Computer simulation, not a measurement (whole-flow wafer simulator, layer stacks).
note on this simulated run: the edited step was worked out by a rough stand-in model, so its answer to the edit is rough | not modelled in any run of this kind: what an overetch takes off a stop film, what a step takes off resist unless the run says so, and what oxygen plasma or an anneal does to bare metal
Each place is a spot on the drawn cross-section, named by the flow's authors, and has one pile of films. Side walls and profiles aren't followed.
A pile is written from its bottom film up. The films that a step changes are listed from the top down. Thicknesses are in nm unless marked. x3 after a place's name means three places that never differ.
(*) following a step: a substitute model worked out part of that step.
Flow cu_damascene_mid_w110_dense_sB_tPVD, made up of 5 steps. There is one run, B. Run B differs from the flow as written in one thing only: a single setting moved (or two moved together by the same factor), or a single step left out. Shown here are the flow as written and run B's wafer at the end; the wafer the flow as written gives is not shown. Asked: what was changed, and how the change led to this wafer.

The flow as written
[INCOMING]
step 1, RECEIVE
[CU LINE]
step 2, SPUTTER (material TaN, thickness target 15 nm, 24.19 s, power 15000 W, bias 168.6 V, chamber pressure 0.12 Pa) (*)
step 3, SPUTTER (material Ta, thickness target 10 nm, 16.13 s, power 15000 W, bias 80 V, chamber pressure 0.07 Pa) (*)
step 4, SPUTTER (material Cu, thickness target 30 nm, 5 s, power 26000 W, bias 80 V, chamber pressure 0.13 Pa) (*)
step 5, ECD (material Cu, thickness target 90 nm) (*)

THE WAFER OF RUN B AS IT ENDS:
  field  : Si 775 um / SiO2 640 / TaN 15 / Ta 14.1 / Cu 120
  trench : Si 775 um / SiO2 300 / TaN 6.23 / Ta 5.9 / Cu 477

The reason: step 3, SPUTTER: 19.15 s was run, while the flow as written has 16.13 s; step 3, SPUTTER: power 17810 W was run, where the flow has power 15000 W.

How this came from the change, step by step:
  step 3, SPUTTER (material Ta, thickness target 10 nm, 16.13 s, power 15000 W, bias 80 V, chamber pressure 0.07 Pa) (*)
      field: +14.1 Ta (new film) (in the flow as written it would be: +10 Ta (new film))
      trench: +5.9 Ta (new film) (in the flow as written it would be: +4.05 Ta (new film))
